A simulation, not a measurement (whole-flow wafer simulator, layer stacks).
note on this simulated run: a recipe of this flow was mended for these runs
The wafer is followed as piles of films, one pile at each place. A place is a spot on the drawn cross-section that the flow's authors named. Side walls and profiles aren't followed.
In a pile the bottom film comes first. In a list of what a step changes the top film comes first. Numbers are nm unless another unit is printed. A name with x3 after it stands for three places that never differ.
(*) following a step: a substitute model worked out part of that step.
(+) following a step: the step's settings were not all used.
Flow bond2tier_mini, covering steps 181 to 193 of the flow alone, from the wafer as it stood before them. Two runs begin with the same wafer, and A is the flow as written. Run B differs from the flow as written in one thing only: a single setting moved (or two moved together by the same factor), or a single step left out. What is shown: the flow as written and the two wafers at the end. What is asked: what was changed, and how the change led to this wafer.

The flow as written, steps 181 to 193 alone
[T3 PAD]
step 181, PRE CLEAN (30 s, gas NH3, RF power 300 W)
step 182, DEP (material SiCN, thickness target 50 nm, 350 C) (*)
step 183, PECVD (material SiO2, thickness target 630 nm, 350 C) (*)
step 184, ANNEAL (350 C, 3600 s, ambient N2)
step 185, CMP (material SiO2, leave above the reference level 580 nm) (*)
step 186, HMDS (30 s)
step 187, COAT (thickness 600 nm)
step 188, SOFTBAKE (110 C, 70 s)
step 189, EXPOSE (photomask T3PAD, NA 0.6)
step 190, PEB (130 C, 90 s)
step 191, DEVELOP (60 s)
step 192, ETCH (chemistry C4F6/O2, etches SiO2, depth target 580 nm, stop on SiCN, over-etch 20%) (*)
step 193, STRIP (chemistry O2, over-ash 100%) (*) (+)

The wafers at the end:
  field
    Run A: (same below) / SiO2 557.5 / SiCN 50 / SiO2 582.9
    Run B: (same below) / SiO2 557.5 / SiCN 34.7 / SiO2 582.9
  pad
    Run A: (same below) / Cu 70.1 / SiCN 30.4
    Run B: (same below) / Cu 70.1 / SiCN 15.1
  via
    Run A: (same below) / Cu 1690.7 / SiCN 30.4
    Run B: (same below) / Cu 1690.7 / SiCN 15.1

The reason: step 182, DEP: thickness target 34.7 nm was run, whereas the flow has thickness target 50 nm.
One can read it off the wafer: field has SiCN 34.7, and step 182 as written asks for 50 nm.

How this came from the change, step by step:
  step 182, DEP (material SiCN, thickness target 50 nm, 350 C) (*)
      field, pad, via: A SiCN gains 50 (new film) | B SiCN gains 34.7 (new film)
